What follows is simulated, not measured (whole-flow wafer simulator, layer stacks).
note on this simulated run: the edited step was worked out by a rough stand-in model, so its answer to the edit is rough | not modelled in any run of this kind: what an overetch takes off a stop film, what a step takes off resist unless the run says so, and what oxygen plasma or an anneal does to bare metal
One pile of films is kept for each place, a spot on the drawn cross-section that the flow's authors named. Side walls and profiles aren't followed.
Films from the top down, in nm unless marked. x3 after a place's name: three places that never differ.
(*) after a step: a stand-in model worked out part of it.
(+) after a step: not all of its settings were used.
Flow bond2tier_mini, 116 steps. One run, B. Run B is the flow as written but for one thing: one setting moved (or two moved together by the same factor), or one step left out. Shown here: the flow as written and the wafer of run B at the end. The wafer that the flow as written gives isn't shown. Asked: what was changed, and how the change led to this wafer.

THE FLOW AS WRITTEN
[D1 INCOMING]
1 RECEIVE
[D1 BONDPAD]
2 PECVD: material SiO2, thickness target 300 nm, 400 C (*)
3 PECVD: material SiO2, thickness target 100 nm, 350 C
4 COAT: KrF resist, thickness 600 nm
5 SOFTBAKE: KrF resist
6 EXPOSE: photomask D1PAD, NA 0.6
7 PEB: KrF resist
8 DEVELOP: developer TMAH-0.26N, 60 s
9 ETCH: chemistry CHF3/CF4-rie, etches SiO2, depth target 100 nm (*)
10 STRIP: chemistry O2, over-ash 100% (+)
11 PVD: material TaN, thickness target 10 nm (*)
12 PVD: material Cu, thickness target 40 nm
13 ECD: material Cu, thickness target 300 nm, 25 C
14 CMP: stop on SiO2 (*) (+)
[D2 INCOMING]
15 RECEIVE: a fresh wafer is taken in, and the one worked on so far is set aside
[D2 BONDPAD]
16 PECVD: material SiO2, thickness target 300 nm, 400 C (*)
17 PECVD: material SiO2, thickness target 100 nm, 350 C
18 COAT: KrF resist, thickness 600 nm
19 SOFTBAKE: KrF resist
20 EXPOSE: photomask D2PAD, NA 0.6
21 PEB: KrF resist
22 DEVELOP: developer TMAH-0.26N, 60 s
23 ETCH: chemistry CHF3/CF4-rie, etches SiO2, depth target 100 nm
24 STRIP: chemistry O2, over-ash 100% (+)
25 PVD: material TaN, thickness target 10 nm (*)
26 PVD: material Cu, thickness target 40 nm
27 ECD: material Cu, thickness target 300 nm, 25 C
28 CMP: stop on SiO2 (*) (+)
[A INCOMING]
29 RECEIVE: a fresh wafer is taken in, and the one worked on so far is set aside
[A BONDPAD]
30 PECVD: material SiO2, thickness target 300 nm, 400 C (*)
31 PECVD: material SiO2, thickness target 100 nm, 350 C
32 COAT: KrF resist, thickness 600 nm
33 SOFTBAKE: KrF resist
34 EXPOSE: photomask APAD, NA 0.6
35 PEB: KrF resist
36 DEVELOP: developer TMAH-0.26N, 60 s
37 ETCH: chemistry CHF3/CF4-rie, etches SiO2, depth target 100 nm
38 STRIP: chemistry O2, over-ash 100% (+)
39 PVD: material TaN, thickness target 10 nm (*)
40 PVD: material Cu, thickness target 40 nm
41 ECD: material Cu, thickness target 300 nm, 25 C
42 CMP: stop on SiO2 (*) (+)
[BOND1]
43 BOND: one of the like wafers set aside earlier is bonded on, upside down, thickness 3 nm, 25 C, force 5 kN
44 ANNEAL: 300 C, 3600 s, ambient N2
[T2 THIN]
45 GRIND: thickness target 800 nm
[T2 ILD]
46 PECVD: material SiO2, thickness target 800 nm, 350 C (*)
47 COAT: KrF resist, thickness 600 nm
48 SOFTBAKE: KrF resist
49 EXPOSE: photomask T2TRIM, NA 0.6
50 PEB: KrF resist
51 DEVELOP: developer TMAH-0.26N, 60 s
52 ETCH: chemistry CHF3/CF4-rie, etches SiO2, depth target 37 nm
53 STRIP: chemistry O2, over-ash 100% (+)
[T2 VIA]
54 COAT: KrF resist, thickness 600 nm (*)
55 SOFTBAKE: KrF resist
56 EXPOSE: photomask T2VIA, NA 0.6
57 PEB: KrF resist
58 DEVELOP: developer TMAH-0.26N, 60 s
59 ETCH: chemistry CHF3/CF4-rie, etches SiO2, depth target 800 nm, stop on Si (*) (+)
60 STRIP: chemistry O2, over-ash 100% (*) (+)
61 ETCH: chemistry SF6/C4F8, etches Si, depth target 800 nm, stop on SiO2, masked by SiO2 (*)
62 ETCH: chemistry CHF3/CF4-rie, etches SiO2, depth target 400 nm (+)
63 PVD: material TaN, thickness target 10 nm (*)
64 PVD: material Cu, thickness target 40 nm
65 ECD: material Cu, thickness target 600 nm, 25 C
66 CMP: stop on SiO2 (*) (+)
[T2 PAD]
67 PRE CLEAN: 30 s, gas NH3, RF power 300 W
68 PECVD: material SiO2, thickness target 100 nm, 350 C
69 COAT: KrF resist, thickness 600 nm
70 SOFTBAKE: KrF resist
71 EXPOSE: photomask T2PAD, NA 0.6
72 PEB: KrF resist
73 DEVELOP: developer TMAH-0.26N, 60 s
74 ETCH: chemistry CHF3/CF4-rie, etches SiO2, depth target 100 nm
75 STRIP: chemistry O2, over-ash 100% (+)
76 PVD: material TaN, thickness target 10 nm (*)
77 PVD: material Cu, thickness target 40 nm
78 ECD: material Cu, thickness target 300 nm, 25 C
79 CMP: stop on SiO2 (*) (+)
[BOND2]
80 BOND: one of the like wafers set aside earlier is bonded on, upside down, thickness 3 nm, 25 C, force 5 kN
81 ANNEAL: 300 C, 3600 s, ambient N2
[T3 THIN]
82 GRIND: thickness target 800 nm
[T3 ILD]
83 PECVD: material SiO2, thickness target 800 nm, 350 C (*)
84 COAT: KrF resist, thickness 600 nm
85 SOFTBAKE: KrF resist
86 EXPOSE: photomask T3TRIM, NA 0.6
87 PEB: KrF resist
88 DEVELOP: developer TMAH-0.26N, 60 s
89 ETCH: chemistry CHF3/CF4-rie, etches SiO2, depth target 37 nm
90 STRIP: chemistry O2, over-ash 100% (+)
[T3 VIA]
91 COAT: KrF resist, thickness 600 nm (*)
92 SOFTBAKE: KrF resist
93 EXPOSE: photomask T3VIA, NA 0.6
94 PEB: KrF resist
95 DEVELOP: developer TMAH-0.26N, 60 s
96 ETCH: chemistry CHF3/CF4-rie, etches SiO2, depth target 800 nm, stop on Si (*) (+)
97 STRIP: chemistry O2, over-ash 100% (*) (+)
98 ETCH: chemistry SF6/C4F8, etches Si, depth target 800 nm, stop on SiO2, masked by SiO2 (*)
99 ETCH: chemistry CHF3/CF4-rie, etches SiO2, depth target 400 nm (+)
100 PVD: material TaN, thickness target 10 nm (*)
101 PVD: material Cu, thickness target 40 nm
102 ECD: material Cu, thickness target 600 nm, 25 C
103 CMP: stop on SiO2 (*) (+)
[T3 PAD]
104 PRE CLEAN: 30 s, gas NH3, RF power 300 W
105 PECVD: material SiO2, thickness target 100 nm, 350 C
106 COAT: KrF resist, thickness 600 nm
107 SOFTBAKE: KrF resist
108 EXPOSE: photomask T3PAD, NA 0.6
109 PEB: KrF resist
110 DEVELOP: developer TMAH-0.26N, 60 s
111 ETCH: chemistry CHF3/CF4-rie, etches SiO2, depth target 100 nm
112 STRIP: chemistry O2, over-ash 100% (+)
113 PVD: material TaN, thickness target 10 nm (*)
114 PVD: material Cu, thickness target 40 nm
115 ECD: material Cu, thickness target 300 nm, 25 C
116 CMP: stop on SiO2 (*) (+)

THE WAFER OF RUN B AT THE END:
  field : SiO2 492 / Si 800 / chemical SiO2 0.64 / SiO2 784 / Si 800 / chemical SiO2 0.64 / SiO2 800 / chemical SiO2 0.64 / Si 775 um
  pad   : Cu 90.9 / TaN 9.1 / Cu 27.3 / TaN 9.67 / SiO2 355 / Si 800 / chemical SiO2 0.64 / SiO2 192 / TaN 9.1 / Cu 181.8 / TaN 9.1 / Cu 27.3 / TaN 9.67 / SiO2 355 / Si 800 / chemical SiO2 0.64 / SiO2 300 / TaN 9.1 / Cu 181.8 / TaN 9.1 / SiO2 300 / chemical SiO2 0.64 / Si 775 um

The cause: step 16, PECVD: thickness target 192 nm was run, where the flow has thickness target 300 nm.
It can be read off the wafer: pad has SiO2 192, and step 16 as written asks for 300 nm.

How the change led to this, step by step:
  16 PECVD: material SiO2, thickness target 300 nm, 400 C (*)
      field, pad, via: SiO2 +192 (new film) (as written it would be: SiO2 +300 (new film))
  80 BOND: one of the like wafers set aside earlier is bonded on, upside down, thickness 3 nm, 25 C, force 5 kN
      field: Si +775 um (new film), chemical SiO2 +0.64 (new film), SiO2 +292 (as written it would be: Si +775 um (new film), chemical SiO2 +0.64 (new film), SiO2 +400)
      pad: Si +775 um (new film), chemical SiO2 +0.64 (new film), SiO2 +192 (new film), TaN +9.1 (new film), Cu +90.9 (as written it would be: Si +775 um (new film), chemical SiO2 +0.64 (new film), SiO2 +300 (new film), TaN +9.1 (new film), Cu +90.9)
